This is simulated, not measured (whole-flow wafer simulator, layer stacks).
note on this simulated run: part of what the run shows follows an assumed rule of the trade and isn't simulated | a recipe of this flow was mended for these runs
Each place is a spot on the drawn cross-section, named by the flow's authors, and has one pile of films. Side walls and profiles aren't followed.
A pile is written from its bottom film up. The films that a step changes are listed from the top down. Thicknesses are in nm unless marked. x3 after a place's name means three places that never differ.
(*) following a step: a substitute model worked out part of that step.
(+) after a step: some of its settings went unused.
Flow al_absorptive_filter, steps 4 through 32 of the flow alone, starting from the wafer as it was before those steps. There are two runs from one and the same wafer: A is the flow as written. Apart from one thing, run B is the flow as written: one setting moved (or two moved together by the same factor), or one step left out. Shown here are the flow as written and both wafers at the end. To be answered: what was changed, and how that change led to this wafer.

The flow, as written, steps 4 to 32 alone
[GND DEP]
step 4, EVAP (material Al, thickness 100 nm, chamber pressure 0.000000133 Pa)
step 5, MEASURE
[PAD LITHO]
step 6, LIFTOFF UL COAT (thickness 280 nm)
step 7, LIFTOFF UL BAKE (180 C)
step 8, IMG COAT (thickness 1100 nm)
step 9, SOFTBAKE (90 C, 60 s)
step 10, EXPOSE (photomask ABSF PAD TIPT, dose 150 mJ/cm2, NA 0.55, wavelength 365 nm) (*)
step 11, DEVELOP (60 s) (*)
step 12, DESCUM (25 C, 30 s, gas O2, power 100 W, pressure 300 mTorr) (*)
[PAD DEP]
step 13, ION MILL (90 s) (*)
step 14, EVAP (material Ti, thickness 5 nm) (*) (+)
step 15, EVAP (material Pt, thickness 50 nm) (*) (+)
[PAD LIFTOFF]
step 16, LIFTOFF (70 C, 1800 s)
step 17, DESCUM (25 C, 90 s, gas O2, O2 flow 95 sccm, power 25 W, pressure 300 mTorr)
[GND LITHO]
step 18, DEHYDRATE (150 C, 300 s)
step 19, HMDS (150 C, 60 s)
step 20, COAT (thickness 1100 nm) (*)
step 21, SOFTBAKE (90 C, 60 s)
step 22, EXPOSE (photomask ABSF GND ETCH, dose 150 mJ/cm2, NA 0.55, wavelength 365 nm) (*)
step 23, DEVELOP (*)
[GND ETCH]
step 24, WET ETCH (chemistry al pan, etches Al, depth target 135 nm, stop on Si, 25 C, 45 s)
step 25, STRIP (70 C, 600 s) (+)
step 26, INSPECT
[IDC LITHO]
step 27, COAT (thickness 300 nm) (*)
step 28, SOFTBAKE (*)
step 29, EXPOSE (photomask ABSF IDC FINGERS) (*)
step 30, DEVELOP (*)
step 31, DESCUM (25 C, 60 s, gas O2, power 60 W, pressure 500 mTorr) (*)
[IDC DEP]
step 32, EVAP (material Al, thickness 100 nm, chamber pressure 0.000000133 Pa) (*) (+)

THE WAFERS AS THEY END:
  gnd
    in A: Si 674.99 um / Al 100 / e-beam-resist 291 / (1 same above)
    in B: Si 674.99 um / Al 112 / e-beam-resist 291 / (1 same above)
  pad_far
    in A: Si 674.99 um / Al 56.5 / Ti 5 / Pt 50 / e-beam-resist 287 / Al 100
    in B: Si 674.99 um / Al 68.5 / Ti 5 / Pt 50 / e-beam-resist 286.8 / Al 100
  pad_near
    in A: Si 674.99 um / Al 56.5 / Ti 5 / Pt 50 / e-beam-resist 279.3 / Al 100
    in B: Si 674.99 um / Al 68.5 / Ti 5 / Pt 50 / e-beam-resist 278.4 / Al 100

Cause: step 4, EVAP: thickness 112 nm was run, though the flow has thickness 100 nm.
The wafer lets one read it off: gnd has Al 112, and step 4 as written asks for 100 nm.

How this came from the change, step by step:
  step 4, EVAP (material Al, thickness 100 nm, chamber pressure 0.000000133 Pa)
      gnd, pad_far, pad_near and 11 more: A +100 Al (new film) | B +112 Al (new film)
  step 24, WET ETCH (chemistry al pan, etches Al, depth target 135 nm, stop on Si, 25 C, 45 s)
      res, xl_gap, idc_field x2, idc_line: A -86.7 Al (all of it) | B -98.7 Al (all of it)
  step 27, COAT (thickness 300 nm) (*)
      xl_gap: A +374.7 e-beam-resist (new film) | B +383.6 e-beam-resist (new film)
